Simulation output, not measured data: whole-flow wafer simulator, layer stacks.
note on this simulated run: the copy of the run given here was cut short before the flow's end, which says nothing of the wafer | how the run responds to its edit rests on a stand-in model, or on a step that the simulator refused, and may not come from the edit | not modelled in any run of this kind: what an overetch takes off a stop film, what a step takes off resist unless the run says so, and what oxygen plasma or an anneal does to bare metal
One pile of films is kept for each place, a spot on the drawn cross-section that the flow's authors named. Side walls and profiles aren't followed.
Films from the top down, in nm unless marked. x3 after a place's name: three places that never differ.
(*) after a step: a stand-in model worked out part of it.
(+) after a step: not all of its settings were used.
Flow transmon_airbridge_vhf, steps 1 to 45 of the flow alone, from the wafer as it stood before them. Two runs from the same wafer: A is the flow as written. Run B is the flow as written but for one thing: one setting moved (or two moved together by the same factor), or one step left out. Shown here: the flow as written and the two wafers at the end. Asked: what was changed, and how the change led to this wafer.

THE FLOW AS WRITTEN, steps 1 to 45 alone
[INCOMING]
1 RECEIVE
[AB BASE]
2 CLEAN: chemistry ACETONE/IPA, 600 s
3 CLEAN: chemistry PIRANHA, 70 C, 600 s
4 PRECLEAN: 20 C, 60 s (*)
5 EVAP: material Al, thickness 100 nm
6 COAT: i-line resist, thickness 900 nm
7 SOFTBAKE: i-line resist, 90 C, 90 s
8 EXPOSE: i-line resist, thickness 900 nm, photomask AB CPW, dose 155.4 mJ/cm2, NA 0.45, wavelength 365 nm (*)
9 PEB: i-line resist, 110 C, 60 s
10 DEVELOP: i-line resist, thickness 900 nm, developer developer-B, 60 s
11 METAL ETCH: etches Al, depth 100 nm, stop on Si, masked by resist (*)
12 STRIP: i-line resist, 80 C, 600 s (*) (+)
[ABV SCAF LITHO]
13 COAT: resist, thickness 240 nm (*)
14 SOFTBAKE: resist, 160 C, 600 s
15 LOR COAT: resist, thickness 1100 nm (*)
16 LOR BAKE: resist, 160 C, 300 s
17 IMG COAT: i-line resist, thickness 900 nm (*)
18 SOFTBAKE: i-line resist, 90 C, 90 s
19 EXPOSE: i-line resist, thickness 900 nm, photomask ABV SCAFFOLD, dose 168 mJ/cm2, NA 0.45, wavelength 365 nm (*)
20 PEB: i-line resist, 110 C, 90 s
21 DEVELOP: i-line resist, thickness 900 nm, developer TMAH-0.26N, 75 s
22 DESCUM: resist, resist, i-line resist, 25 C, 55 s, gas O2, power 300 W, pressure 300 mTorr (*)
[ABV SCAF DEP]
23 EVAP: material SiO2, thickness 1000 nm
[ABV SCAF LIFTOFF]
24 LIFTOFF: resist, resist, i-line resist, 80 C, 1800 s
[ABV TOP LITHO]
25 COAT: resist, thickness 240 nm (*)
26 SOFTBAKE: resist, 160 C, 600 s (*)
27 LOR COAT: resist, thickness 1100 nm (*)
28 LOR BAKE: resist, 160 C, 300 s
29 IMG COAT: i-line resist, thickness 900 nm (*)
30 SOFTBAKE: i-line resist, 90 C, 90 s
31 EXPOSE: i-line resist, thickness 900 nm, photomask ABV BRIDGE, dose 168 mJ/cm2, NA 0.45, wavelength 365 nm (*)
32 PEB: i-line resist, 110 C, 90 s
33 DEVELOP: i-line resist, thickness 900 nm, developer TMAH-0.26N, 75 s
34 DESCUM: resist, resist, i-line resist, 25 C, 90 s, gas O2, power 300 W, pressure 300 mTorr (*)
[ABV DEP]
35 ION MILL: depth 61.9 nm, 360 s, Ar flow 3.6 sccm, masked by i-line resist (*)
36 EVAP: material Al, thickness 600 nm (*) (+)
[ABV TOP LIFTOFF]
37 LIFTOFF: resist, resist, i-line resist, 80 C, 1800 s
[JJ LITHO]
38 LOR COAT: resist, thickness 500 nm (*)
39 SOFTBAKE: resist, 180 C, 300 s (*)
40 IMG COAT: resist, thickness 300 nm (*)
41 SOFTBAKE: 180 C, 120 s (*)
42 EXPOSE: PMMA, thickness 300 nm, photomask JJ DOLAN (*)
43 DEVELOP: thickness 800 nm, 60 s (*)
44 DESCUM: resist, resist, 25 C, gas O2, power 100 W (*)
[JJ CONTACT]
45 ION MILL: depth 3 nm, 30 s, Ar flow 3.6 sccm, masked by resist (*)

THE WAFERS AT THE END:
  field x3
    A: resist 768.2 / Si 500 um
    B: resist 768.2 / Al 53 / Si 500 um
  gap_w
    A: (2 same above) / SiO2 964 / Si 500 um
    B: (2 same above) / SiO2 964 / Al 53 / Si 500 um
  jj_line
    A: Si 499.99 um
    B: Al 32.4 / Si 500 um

The cause: step 5, EVAP: thickness 153 nm was run, where the flow has thickness 100 nm.

How the change led to this, step by step:
  5 EVAP: material Al, thickness 100 nm
      field x3, jj_line, ground_far and 12 more: A Al +100 (new film) | B Al +153 (new film)
  11 METAL ETCH: etches Al, depth 100 nm, stop on Si, masked by resist (*)
      field x3, jj_line, gap_w, gap_e: A Al -100 (all of it) | B Al -100
  45 ION MILL: depth 3 nm, 30 s, Ar flow 3.6 sccm, masked by resist (*)
      jj_line: A Si -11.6 | B Al -20.6
Counting metal films that touch as one body, field x3 has 1 body; the flow as written gives 0 bodies.
Counting metal films that touch as one body, gap_w has 2 bodies (between them, from the top down: SiO2 964); the flow as written gives 1 body.
Counting metal films that touch as one body, jj_line has 1 body; the flow as written gives 0 bodies.
